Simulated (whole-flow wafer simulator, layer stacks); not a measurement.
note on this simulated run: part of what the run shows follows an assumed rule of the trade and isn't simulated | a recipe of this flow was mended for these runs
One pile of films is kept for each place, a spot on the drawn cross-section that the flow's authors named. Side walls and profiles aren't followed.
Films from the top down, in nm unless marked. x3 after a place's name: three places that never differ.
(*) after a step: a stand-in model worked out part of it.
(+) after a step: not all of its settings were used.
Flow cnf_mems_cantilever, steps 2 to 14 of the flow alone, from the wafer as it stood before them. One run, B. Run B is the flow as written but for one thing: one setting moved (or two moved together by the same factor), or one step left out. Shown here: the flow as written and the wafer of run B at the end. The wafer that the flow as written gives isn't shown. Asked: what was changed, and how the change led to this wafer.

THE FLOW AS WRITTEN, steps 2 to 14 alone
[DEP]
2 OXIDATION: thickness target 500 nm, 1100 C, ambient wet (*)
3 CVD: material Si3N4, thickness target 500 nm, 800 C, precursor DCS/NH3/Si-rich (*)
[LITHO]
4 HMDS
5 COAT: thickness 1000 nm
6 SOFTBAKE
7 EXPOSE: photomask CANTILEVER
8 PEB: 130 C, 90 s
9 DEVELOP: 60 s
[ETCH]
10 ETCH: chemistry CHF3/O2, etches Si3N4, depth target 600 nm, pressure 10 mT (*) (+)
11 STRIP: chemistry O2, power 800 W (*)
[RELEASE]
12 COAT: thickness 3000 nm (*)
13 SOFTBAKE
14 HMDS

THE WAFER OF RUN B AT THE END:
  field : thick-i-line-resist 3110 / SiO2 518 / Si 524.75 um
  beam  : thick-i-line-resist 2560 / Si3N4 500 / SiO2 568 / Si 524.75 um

The cause: step 2, OXIDATION: 1135 C was run, where the flow has 1100 C.

How the change led to this, step by step:
  2 OXIDATION: thickness target 500 nm, 1100 C, ambient wet (*)
      field, beam: SiO2 +568 (new film), chemical SiO2 -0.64 (all of it), Si -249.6 (as written it would be: SiO2 +500 (new film), chemical SiO2 -0.64 (all of it), Si -219.7)
